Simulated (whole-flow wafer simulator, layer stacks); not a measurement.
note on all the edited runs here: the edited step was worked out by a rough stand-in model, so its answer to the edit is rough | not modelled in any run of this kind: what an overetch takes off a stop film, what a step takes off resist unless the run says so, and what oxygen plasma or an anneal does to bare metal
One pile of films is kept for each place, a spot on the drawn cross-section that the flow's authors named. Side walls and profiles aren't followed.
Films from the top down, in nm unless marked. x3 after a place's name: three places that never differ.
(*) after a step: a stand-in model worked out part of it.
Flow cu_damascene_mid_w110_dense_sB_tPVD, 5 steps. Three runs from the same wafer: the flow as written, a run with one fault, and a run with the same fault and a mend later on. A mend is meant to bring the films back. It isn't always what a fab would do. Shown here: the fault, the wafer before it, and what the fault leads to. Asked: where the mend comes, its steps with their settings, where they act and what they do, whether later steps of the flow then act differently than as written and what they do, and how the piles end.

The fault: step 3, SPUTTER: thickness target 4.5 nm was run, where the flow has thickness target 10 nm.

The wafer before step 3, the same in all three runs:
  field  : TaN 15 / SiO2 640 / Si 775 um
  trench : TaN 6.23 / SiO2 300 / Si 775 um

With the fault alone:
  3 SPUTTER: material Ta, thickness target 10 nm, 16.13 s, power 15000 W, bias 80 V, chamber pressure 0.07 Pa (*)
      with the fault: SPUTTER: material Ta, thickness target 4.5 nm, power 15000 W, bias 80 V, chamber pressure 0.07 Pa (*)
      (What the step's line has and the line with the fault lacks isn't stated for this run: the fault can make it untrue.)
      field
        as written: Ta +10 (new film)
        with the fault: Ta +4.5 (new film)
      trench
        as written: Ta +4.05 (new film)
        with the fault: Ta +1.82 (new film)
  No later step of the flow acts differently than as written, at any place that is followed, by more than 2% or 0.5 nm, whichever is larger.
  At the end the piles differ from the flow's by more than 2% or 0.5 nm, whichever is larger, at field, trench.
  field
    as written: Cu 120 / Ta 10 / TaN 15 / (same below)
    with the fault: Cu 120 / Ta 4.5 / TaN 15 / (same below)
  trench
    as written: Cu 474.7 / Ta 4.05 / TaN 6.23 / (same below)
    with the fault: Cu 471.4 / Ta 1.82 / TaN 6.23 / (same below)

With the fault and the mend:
  The mend comes after step 3.
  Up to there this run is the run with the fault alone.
  3a SPUTTER: material Ta, thickness target 5.5 nm, power 15000 W, bias 80 V, chamber pressure 0.07 Pa (*) (the flow's step 3 once more, with other settings)
      field
        Ta +5.5
      trench
        Ta +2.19
  No later step of the flow acts differently than as written, at any place that is followed, by more than 2% or 0.5 nm, whichever is larger.
  At the end the piles differ from the flow's only slightly at the places that both follow, by at most 2% or 0.5 nm, whichever is larger.
